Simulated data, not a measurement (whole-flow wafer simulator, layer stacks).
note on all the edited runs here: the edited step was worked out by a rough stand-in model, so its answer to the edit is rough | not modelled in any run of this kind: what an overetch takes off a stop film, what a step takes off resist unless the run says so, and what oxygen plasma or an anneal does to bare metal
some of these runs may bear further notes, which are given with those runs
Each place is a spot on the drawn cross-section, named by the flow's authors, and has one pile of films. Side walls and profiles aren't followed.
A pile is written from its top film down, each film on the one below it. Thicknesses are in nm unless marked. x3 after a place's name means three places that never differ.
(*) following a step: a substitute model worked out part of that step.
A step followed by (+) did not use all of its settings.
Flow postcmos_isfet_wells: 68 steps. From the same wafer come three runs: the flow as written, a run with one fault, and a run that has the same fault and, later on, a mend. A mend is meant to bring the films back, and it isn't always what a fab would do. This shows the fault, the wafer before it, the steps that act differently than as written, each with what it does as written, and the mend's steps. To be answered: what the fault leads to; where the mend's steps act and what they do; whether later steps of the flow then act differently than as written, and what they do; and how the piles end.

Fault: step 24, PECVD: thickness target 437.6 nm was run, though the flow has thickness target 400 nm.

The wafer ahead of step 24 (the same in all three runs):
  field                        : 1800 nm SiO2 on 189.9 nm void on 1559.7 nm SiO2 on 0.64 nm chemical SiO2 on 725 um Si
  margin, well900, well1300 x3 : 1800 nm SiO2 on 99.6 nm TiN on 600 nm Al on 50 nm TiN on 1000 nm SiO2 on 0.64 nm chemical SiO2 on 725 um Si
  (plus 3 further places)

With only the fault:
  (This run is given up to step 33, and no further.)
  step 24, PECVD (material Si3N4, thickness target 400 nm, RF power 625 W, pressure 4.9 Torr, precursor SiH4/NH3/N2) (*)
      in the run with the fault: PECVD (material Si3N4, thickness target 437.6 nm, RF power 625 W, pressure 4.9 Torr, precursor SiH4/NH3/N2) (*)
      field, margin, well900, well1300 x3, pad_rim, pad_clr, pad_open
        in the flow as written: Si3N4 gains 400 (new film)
        in the run with the fault: Si3N4 gains 437.6 (new film)
  Later steps of the flow acting differently than as written:
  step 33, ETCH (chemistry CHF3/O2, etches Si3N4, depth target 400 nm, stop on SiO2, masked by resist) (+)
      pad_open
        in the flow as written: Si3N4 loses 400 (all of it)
        in the run with the fault: Si3N4 loses 400
  The piles after step 33 differ from the flow's at field, margin, well900, well1300 x3, pad_rim, pad_clr, pad_open by more than 2% or 0.5 nm, whichever is larger.
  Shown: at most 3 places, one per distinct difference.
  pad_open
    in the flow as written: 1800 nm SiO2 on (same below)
    in the run with the fault: 37.6 nm Si3N4 on 1800 nm SiO2 on (same below)
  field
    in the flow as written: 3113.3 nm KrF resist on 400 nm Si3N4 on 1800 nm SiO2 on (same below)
    in the run with the fault: 3113.3 nm KrF resist on 437.6 nm Si3N4 on 1800 nm SiO2 on (same below)

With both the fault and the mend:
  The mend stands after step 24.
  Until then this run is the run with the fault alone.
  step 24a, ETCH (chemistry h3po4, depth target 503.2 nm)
      field, margin, well900, well1300 x3, pad_rim, pad_clr, pad_open
        Si3N4 loses 437.6 (all of it)
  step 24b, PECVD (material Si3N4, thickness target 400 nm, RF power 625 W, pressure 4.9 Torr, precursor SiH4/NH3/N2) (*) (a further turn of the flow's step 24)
      field, margin, well900, well1300 x3, pad_rim, pad_clr, pad_open
        Si3N4 gains 400 (new film)
  None of the later steps of the flow acts differently than as written at any place that is followed.
  The piles end the same as the flow's at every place that both follow.
